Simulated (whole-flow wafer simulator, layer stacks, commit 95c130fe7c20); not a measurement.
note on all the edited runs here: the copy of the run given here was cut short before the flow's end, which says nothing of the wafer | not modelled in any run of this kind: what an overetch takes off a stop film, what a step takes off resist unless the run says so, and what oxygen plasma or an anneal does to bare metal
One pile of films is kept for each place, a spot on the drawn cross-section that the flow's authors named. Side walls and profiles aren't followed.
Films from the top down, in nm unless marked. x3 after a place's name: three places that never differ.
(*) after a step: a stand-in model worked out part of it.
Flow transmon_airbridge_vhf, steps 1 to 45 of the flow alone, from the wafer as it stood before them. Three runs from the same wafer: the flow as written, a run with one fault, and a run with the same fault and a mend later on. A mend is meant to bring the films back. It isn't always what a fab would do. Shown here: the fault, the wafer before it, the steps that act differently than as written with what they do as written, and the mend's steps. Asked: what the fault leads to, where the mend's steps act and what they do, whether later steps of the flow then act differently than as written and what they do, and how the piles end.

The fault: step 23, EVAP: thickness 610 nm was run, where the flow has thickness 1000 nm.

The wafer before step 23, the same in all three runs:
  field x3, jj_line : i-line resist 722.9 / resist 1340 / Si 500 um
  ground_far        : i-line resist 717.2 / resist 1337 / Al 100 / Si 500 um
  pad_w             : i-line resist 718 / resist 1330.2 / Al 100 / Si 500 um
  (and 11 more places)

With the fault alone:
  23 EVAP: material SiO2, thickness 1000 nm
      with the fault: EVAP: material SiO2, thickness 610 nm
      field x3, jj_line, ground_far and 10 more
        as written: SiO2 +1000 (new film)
        with the fault: SiO2 +610 (new film)
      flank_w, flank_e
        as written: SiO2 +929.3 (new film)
        with the fault: SiO2 +566.9 (new film)
  Later steps of the flow that act differently than as written (2 more steps differ only slightly, by at most 2% or 0.5 nm, whichever is larger, and aren't shown):
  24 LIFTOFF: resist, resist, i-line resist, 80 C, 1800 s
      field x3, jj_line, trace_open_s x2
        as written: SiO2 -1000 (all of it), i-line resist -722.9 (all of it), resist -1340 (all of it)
        with the fault: SiO2 -610 (all of it), i-line resist -722.9 (all of it), resist -1340 (all of it)
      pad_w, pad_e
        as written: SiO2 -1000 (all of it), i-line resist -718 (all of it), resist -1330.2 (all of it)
        with the fault: SiO2 -610 (all of it), i-line resist -718 (all of it), resist -1330.2 (all of it)
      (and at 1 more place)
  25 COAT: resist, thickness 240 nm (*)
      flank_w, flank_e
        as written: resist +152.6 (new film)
        with the fault: resist +166.7 (new film)
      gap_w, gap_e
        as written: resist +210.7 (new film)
        with the fault: resist +227.3 (new film)
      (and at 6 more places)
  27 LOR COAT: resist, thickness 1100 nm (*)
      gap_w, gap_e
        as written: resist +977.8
        with the fault: resist +1032.8
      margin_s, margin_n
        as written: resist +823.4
        with the fault: resist +921.1
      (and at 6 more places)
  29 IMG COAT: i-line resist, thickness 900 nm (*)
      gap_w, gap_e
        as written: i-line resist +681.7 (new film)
        with the fault: i-line resist +776.9 (new film)
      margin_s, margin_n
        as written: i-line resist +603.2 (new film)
        with the fault: i-line resist +725.9 (new film)
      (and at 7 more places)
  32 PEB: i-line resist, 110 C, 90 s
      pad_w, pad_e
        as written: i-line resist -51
        with the fault: i-line resist -49.1
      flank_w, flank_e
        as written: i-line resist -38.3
        with the fault: i-line resist -42.1
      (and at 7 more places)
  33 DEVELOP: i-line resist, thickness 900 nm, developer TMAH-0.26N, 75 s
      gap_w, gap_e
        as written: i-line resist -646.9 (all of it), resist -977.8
        with the fault: i-line resist -737.2 (all of it), resist -1032.8
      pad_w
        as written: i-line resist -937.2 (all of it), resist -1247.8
        with the fault: i-line resist -903.6 (all of it), resist -1186.6
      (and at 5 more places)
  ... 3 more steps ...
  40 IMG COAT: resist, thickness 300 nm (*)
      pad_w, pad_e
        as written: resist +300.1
        with the fault: resist +289.7
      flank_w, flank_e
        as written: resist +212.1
        with the fault: resist +225
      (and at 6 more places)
  At the end the piles differ from the flow's by more than 2% or 0.5 nm, whichever is larger, at pad_w, flank_w, gap_w and 7 more.
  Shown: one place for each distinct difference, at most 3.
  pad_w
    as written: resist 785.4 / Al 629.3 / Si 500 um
    with the fault: resist 752.5 / Al 629.7 / Si 500 um
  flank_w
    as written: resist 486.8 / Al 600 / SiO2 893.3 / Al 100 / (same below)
    with the fault: resist 532.5 / Al 600 / SiO2 530.9 / Al 100 / (same below)
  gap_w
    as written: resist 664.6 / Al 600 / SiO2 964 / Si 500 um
    with the fault: resist 697.7 / Al 600 / SiO2 574 / Si 500 um

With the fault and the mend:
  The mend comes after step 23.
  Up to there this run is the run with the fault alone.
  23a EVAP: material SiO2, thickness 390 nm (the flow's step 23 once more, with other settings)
      field x3, jj_line, ground_far and 10 more
        SiO2 +390
      flank_w, flank_e
        SiO2 +362.8
  No later step of the flow acts differently than as written, at any place that is followed, by more than 2% or 0.5 nm, whichever is larger.
  At the end the piles differ from the flow's only slightly at the places that both follow, by at most 2% or 0.5 nm, whichever is larger.
